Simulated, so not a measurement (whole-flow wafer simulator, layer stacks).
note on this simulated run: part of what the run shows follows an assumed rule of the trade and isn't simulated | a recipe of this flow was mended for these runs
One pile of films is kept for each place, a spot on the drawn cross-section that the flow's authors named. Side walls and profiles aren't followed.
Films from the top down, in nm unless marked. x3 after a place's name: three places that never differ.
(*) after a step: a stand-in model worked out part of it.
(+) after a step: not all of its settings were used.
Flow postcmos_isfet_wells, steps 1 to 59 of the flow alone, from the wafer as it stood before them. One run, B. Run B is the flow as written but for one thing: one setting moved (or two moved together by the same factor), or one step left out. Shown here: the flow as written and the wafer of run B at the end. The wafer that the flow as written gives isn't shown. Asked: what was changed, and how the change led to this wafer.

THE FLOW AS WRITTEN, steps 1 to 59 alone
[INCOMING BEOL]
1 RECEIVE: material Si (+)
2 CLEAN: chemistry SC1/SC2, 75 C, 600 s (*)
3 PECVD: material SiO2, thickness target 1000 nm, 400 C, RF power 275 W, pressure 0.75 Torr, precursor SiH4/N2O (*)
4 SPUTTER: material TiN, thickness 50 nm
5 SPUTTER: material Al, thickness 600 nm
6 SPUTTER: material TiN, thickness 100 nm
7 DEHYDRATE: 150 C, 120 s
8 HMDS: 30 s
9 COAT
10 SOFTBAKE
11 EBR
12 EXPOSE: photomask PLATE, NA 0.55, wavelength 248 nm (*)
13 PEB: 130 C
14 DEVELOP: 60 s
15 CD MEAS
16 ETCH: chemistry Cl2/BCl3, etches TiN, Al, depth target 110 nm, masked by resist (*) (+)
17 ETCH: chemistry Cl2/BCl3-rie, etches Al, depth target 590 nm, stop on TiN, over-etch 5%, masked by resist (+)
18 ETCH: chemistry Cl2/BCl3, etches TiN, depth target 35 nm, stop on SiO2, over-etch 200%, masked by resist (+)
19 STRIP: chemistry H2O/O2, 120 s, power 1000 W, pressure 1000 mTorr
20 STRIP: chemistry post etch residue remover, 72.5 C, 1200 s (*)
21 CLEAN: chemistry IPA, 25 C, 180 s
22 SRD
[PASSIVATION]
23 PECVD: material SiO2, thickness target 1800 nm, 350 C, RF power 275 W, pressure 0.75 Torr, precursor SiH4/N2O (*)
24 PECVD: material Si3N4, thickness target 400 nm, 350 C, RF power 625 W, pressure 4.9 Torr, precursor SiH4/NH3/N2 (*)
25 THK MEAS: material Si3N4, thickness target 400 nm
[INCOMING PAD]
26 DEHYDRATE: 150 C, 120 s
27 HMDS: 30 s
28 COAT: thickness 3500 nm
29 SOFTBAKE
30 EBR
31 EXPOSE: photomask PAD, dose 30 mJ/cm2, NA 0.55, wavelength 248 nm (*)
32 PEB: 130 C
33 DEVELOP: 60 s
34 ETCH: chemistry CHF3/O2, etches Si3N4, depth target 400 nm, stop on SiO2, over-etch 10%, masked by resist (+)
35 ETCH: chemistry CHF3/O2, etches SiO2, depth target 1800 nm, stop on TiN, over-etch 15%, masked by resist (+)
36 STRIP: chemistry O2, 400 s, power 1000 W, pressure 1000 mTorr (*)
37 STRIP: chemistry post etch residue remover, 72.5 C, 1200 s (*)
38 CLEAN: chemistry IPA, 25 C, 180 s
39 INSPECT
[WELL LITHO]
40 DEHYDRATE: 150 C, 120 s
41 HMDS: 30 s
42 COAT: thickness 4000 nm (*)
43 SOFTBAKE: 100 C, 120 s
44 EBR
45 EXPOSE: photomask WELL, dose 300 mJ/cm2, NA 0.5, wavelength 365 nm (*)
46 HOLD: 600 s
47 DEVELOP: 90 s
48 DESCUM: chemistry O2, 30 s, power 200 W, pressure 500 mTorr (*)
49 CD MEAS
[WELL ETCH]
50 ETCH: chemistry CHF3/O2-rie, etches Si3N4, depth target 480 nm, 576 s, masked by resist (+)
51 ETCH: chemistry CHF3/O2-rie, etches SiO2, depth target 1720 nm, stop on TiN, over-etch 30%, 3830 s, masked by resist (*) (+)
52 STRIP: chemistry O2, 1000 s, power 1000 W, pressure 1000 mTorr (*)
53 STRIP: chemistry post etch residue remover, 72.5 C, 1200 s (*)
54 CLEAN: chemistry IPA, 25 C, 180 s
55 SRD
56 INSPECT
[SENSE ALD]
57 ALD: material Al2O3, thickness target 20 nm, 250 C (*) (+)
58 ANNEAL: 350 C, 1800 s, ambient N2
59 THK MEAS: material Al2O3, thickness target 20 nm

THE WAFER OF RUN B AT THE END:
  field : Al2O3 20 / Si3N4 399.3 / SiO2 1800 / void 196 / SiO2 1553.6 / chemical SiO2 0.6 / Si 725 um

The cause: step 16, ETCH: depth target 84 nm was run, where the flow has depth target 110 nm.

How the change led to this, step by step:
  16 ETCH: chemistry Cl2/BCl3, etches TiN, Al, depth target 110 nm, masked by resist (*) (+)
      field: TiN -84 (as written it would be: TiN -100 (all of it), Al -10)
      margin x2, well900 x4, pad_clr, pad_open: thick-KrF-resist -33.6 (as written it would be: thick-KrF-resist -44)
  17 ETCH: chemistry Cl2/BCl3-rie, etches Al, depth target 590 nm, stop on TiN, over-etch 5%, masked by resist (+)
      field: TiN -16 (all of it), Al -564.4 (as written it would be: Al -590 (all of it), TiN -18.4)
  18 ETCH: chemistry Cl2/BCl3, etches TiN, depth target 35 nm, stop on SiO2, over-etch 200%, masked by resist (+)
      field: Al -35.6 (all of it), TiN -50 (all of it), SiO2 -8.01 (as written it would be: TiN -31.6 (all of it), SiO2 -14.7)
      margin x2, well900 x4, pad_clr, pad_open: thick-KrF-resist -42 (as written it would be: thick-KrF-resist -37.9)
  23 PECVD: material SiO2, thickness target 1800 nm, 350 C, RF power 275 W, pressure 0.75 Torr, precursor SiH4/N2O (*)
      field: SiO2 +1800 (new film), void +196 (new film), SiO2 +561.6 (as written it would be: SiO2 +1800 (new film), void +201.1 (new film), SiO2 +563.2)
